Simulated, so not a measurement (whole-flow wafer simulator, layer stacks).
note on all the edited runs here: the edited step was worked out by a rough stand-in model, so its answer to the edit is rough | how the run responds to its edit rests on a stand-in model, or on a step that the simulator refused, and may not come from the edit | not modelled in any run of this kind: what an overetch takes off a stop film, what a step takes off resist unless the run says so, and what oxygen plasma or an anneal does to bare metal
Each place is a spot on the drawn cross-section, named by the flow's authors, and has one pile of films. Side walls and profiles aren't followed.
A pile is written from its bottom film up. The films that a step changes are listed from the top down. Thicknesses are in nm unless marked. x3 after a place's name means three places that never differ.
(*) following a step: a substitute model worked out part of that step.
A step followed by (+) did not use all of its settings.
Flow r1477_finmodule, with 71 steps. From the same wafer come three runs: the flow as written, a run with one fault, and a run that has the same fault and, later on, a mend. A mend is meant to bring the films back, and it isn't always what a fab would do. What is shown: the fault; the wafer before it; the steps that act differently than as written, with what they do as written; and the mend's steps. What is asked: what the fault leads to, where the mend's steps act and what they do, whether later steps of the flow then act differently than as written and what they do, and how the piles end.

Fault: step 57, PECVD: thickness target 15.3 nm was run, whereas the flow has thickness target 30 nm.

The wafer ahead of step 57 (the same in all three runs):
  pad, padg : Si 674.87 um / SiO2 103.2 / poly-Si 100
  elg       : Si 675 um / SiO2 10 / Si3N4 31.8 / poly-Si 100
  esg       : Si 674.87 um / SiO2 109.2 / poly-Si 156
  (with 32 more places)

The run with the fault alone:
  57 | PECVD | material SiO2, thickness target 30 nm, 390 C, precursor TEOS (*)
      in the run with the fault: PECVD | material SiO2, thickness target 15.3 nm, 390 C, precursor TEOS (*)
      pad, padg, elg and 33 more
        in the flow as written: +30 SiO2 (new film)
        in the run with the fault: +15.3 SiO2 (new film)
  Steps later in the flow that act otherwise than as written (3 other steps are not shown; they differ only slightly, by no more than 2% or 0.5 nm, whichever is larger):
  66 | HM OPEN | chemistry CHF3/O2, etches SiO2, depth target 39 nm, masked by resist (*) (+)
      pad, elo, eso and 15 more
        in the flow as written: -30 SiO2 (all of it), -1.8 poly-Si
        in the run with the fault: -15.3 SiO2 (all of it), -1.53 poly-Si
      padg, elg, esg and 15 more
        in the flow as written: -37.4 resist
        in the run with the fault: -22 resist
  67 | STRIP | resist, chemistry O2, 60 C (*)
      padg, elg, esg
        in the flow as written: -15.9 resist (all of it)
        in the run with the fault: -31.3 resist (all of it)
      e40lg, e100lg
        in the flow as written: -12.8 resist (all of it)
        in the run with the fault: -28.1 resist (all of it)
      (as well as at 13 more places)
  The piles end different from the flow's at padg, elg, esg and 15 more by more than 2% or 0.5 nm, whichever is larger.
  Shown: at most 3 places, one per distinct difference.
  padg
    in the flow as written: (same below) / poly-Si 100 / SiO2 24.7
    in the run with the fault: (same below) / poly-Si 100 / SiO2 10
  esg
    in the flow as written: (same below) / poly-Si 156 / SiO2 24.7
    in the run with the fault: (same below) / poly-Si 156 / SiO2 10
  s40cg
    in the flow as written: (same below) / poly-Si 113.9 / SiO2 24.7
    in the run with the fault: (same below) / poly-Si 113.9 / SiO2 10

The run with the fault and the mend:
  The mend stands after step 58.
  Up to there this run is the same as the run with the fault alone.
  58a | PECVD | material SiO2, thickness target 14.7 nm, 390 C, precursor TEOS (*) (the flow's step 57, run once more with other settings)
      pad, padg, elg and 33 more
        +14.7 SiO2
  Every later step of the flow that is run acts as written at every place that is followed.
  The piles end the same as the flow's at every place that both follow.
